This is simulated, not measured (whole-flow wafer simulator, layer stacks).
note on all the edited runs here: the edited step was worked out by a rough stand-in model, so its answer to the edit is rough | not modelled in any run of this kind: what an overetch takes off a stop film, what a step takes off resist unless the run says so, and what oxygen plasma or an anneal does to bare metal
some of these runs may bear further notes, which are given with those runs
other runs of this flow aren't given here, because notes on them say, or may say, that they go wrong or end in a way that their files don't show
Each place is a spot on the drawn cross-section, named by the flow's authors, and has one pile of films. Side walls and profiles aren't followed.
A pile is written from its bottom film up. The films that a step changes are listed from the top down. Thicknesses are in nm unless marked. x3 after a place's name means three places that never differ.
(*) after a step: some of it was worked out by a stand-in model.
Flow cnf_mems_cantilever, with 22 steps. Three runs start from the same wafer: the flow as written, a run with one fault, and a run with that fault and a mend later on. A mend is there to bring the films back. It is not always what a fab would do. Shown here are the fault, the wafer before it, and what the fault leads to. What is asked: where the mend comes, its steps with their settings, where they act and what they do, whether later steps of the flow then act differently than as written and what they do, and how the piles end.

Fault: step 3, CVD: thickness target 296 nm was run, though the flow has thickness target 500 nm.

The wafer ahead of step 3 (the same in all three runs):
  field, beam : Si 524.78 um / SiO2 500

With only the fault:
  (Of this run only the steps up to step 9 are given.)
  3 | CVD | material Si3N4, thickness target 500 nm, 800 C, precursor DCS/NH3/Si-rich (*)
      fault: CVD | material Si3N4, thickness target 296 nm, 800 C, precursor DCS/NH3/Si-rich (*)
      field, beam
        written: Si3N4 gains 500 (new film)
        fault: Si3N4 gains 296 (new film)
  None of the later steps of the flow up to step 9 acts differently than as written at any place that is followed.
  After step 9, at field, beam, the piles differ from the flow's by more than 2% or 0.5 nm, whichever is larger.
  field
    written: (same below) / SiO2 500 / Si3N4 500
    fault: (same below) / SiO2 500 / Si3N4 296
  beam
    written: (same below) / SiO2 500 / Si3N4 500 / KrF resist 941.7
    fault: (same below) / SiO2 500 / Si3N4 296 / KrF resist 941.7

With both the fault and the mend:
  After step 3 comes the mend.
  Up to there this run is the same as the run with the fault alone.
  3a | CVD | material Si3N4, thickness target 204 nm, 800 C, precursor DCS/NH3/Si-rich (*) (a further turn of the flow's step 3, with different settings)
      field, beam
        Si3N4 gains 204
  None of the later steps of the flow acts differently than as written at any place that is followed.
  By the end, the piles equal the flow's at every place that both follow.
